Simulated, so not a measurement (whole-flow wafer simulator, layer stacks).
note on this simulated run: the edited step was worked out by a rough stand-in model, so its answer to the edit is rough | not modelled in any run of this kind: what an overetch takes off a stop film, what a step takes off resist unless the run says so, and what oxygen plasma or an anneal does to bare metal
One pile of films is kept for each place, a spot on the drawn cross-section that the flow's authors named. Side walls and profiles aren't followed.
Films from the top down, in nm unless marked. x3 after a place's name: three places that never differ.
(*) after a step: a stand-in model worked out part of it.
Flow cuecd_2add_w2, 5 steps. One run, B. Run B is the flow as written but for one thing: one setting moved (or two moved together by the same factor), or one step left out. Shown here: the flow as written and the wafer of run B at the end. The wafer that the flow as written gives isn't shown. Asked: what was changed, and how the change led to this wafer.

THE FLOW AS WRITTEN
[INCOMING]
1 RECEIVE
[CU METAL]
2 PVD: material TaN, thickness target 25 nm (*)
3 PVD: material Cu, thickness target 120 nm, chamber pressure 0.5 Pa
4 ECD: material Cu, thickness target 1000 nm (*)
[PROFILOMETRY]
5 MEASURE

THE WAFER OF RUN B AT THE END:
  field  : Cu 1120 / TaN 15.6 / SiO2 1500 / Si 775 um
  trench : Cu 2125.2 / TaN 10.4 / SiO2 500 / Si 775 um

The cause: step 2, PVD: thickness target 15.6 nm was run, where the flow has thickness target 25 nm.
It can be read off the wafer: field has TaN 15.6, and step 2 as written asks for 25 nm.

How the change led to this, step by step:
  2 PVD: material TaN, thickness target 25 nm (*)
      field: TaN +15.6 (new film) (as written it would be: TaN +25 (new film))
      trench: TaN +10.4 (new film) (as written it would be: TaN +16.6 (new film))
